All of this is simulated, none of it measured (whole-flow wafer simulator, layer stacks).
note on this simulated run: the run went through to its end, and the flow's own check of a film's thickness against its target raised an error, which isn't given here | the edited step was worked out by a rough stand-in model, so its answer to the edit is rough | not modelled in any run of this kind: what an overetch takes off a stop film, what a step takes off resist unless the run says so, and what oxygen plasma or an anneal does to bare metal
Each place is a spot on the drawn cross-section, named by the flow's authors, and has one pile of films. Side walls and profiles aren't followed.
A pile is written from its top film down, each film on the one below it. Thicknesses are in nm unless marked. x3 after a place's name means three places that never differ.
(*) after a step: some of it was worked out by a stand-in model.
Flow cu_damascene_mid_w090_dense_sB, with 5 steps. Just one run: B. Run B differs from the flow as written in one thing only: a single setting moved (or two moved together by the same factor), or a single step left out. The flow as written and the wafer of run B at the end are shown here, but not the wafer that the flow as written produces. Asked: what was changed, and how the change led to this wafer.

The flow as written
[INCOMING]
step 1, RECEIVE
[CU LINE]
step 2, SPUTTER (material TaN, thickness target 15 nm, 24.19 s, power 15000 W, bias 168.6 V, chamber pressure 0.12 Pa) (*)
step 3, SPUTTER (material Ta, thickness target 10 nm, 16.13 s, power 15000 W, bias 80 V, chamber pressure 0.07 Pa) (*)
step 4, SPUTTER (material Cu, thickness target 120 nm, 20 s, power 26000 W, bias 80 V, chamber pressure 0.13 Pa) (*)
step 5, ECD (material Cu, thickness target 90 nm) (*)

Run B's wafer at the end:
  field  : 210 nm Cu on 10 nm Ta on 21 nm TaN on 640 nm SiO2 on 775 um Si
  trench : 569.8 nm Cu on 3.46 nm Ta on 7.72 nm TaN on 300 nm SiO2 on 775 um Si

Cause: step 2, SPUTTER: thickness target 21 nm was run, while the flow as written has thickness target 15 nm; step 2, SPUTTER: 33.87 s was run, where the flow has 24.19 s.
The wafer itself shows it: field has TaN 21, and step 2 as written asks for 15 nm.

Step by step, how the change led to this:
  step 2, SPUTTER (material TaN, thickness target 15 nm, 24.19 s, power 15000 W, bias 168.6 V, chamber pressure 0.12 Pa) (*)
      field: +21 TaN (new film) (as written it would have been: +15 TaN (new film))
      trench: +7.72 TaN (new film) (as written it would have been: +5.51 TaN (new film))
  step 4, SPUTTER (material Cu, thickness target 120 nm, 20 s, power 26000 W, bias 80 V, chamber pressure 0.13 Pa) (*)
      trench: +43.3 Cu (new film) (as written it would have been: +44.3 Cu (new film))
